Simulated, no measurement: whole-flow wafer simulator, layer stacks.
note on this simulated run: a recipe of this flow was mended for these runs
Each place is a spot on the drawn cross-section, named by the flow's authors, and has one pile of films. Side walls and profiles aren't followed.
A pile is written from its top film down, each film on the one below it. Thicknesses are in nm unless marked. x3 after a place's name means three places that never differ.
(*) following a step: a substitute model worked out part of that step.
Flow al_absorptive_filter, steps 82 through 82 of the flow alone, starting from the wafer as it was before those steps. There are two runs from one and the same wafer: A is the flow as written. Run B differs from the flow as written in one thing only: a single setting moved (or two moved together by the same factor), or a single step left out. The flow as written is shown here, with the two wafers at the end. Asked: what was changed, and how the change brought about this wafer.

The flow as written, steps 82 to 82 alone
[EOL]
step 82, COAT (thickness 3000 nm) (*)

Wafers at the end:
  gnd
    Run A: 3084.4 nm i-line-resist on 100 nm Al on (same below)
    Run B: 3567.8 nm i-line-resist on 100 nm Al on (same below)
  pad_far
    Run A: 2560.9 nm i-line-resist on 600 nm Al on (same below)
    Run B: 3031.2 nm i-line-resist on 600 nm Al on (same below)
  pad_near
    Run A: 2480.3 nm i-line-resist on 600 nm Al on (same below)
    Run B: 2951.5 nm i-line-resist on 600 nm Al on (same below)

What caused this: step 82, COAT: thickness 3483 nm was run, while the flow as written has thickness 3000 nm.

How this came from the change, step by step:
  step 82, COAT (thickness 3000 nm) (*)
      xa_field, xl_land, idc_field: A +3000 i-line-resist (new film) | B +3483 i-line-resist (new film)
      gnd: A +3084.4 i-line-resist (new film) | B +3567.8 i-line-resist (new film)
      (as well as at 10 more places)
